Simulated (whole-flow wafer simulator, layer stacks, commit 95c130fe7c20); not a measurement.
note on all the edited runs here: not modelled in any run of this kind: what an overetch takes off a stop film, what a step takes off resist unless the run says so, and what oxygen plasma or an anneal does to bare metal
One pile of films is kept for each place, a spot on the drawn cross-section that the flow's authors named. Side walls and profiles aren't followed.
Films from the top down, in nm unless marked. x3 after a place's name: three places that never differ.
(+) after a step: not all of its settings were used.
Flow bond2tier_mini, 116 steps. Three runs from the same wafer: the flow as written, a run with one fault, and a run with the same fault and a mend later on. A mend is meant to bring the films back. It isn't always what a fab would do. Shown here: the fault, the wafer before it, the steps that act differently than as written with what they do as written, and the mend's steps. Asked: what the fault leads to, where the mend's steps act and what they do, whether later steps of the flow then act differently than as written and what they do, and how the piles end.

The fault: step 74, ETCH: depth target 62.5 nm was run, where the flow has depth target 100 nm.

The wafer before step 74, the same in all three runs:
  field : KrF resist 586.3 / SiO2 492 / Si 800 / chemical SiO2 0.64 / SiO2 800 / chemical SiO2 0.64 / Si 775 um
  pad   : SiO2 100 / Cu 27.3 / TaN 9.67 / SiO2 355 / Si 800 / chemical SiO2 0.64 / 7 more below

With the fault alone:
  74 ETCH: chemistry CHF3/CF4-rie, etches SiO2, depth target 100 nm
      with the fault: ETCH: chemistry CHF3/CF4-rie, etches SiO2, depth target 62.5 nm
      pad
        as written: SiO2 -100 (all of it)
        with the fault: SiO2 -62.5
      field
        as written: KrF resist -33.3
        with the fault: KrF resist -20.8
  Later steps of the flow that act differently than as written (1 more step differs only slightly, by at most 2% or 0.5 nm, whichever is larger, and isn't shown):
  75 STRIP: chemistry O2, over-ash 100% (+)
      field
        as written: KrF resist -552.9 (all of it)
        with the fault: KrF resist -565.4 (all of it)
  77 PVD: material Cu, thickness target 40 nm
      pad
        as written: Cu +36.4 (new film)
        with the fault: Cu +37.7 (new film)
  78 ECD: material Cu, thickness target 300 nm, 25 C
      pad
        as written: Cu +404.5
        with the fault: Cu +365.3
  At the end the piles differ from the flow's by more than 2% or 0.5 nm, whichever is larger, at pad.
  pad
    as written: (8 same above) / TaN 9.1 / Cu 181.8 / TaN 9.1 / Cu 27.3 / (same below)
    with the fault: (8 same above) / TaN 9.1 / Cu 144 / TaN 9.44 / SiO2 37.5 / Cu 27.3 / (same below)

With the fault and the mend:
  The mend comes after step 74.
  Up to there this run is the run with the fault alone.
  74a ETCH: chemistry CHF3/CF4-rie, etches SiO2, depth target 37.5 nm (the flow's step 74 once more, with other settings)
      field
        KrF resist -12.5
      pad
        SiO2 -37.5 (all of it)
  No later step of the flow acts differently than as written at any place that is followed.
  At the end the piles are the same as the flow's at every place that both follow.
